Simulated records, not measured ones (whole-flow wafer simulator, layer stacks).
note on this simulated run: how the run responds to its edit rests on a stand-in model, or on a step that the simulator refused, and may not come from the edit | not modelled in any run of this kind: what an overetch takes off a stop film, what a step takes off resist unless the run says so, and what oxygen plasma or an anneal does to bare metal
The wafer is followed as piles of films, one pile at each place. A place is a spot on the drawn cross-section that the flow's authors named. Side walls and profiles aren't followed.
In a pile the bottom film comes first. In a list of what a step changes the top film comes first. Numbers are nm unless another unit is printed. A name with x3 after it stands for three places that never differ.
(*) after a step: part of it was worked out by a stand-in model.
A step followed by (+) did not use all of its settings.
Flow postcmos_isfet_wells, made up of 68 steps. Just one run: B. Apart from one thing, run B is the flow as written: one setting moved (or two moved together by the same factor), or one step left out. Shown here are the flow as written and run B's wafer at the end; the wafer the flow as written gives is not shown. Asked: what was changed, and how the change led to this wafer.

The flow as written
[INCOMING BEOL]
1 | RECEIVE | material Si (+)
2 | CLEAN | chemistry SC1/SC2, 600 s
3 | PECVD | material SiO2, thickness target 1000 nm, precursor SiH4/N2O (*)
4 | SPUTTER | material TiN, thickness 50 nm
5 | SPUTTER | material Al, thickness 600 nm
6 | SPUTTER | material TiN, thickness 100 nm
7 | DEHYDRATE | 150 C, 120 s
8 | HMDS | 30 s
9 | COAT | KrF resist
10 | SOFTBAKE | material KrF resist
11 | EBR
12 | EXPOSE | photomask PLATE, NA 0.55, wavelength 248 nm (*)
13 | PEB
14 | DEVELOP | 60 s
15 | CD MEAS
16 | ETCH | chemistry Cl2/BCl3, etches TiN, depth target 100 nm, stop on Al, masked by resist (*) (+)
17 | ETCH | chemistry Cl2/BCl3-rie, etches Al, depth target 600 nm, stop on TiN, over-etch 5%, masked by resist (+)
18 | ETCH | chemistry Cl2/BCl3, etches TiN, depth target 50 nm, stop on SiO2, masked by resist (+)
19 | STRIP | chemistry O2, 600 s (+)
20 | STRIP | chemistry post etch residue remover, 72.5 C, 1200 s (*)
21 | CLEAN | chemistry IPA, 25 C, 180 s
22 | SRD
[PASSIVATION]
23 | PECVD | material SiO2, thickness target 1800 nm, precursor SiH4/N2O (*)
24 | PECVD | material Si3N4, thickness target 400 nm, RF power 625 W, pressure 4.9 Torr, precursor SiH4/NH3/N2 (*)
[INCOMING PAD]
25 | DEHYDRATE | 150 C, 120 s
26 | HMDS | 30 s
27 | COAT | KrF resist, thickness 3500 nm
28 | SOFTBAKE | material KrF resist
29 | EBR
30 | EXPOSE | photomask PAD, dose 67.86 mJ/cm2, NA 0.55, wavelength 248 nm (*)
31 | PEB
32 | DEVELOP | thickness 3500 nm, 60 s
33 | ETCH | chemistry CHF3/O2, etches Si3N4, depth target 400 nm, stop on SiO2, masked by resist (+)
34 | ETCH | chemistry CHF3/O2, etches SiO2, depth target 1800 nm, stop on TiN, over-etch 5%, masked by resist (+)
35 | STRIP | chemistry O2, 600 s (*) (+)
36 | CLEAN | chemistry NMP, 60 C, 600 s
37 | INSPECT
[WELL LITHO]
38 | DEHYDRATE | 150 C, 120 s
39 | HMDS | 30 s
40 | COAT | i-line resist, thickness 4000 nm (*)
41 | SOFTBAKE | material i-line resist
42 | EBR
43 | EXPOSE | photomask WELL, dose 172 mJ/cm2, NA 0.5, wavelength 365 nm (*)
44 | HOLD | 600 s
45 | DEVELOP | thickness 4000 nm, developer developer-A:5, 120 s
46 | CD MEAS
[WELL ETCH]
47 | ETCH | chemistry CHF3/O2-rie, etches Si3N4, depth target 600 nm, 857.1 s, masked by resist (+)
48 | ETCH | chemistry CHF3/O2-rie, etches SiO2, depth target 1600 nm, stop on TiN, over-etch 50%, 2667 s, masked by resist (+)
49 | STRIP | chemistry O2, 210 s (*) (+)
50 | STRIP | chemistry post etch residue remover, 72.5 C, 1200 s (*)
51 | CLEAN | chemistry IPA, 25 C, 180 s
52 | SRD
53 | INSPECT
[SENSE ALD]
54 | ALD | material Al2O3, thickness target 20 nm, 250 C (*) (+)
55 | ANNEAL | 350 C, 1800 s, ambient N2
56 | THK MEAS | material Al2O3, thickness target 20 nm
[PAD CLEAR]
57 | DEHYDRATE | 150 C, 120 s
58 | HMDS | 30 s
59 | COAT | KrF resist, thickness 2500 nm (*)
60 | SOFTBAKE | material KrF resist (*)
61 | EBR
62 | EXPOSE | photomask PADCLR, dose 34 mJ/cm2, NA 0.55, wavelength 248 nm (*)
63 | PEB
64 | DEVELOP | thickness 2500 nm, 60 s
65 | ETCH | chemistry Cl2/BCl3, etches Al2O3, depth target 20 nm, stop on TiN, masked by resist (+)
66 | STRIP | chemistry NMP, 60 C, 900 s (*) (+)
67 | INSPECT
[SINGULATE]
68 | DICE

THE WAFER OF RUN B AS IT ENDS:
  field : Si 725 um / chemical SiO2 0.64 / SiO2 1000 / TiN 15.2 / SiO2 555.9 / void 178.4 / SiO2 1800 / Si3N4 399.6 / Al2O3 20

What caused this: step 18, ETCH: depth target 34.38 nm was run, though the flow has depth target 50 nm.

How this came from the change, step by step:
  18 | ETCH | chemistry Cl2/BCl3, etches TiN, depth target 50 nm, stop on SiO2, masked by resist (+)
      field: -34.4 TiN (it would be, as written: -50 TiN (all of it))
      margin, well900, well1300 x3, pad_rim, pad_clr, pad_open: -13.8 KrF resist (it would be, as written: -20 KrF resist)
  23 | PECVD | material SiO2, thickness target 1800 nm, precursor SiH4/N2O (*)
      field: +1800 SiO2 (new film), +178.4 void (new film), +555.9 SiO2 (new film) (it would be, as written: +1800 SiO2 (new film), +189.9 void (new film), +559.7 SiO2)
If metal films that touch count as one body, field has 1 body; the flow as written gives 0 bodies.
